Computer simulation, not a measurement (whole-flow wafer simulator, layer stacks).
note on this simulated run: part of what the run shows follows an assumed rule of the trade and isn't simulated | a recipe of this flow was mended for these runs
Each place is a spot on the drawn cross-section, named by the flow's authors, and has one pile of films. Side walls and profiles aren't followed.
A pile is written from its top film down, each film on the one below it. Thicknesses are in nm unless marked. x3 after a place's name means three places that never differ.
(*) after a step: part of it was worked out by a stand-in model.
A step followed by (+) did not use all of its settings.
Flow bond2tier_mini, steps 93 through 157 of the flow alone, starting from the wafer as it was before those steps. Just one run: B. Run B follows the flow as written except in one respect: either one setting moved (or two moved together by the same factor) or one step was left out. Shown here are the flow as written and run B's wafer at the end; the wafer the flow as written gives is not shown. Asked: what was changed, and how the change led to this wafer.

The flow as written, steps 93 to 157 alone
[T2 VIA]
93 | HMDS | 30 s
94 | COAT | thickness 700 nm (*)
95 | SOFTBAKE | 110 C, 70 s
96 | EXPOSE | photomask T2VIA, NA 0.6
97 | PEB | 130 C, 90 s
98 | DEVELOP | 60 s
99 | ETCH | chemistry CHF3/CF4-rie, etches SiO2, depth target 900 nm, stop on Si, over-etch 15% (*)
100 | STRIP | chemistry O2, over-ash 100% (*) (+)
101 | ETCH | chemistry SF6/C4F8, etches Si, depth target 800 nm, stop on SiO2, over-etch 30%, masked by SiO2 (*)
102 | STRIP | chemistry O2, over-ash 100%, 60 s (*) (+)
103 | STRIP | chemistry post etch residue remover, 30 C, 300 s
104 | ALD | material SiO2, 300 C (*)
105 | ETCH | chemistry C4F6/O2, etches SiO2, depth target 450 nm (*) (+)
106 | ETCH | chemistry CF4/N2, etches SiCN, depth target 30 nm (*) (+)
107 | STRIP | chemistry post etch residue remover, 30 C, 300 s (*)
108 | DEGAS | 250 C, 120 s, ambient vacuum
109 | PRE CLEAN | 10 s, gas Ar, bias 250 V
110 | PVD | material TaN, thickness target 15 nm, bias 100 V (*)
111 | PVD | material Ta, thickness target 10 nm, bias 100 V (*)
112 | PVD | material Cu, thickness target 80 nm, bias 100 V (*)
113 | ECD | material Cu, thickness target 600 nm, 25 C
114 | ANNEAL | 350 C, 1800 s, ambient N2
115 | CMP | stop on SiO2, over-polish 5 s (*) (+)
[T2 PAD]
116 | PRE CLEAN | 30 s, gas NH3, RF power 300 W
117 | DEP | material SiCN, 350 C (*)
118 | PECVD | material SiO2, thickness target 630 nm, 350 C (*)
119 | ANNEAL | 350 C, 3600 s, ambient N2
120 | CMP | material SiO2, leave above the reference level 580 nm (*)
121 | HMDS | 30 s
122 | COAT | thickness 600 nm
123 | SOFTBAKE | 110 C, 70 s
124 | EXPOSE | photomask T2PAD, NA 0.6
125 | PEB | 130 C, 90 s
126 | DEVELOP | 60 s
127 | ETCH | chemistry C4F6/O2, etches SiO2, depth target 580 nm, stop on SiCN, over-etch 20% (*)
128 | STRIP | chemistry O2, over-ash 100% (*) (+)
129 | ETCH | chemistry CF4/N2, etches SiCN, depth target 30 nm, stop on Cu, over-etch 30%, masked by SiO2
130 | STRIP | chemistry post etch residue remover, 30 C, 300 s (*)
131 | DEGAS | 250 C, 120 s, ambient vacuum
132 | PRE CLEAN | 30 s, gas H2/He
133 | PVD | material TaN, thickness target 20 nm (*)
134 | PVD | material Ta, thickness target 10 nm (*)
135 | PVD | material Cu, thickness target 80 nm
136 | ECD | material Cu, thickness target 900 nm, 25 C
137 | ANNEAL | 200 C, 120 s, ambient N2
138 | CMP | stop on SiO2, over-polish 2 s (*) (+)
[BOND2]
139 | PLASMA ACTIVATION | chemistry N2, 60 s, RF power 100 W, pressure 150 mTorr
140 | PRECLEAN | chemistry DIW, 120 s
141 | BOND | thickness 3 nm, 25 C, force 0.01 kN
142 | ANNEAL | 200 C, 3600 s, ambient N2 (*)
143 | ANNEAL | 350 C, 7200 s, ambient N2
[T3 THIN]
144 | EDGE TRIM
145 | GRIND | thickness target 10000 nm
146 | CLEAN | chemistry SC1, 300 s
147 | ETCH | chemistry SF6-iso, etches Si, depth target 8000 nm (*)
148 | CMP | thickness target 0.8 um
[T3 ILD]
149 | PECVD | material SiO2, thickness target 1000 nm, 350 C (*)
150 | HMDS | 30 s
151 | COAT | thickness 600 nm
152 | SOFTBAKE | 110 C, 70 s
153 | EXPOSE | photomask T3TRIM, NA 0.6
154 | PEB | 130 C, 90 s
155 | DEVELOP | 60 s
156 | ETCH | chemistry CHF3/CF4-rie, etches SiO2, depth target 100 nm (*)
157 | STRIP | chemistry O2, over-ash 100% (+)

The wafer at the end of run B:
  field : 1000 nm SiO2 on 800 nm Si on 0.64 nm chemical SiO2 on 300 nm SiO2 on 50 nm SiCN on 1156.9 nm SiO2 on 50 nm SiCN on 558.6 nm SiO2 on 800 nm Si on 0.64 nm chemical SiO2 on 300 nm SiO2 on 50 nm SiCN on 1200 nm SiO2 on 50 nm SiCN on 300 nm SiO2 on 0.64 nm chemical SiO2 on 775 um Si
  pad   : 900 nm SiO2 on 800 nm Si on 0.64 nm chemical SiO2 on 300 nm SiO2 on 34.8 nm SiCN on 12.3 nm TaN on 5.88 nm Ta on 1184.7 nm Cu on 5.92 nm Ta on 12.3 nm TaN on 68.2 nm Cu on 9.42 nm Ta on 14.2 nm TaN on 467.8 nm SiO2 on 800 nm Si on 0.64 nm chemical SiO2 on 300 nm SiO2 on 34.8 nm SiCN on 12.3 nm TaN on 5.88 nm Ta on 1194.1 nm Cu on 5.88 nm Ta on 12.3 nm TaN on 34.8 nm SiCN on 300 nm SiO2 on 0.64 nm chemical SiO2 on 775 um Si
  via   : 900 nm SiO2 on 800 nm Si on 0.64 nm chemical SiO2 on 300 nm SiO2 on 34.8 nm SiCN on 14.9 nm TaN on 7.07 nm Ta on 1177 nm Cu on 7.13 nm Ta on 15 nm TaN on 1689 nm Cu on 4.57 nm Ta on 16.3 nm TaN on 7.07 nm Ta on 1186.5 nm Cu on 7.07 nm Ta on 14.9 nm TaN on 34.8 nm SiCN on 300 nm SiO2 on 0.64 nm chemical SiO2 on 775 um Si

Cause: step 101, ETCH: over-etch 23.2% was run, whereas the flow has over-etch 30%; step 109, PRE CLEAN: bias 192 V was run, where the flow has bias 250 V.

The path from the change to this, step by step:
  101 | ETCH | chemistry SF6/C4F8, etches Si, depth target 800 nm, stop on SiO2, over-etch 30%, masked by SiO2 (*)
      field, pad: SiO2 loses 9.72 (as written it would have been: SiO2 loses 10.3)
      via: Si loses 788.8 (all of it), chemical SiO2 loses 0.64 (all of it), SiO2 loses 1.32 (as written it would have been: Si loses 788.8 (all of it), chemical SiO2 loses 0.64 (all of it), SiO2 loses 1.87)
  109 | PRE CLEAN | 10 s, gas Ar, bias 250 V
      field, pad: SiO2 loses 2.47 (as written it would have been: SiO2 loses 3)
      via: TaN loses 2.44 (as written it would have been: TaN loses 3.19)
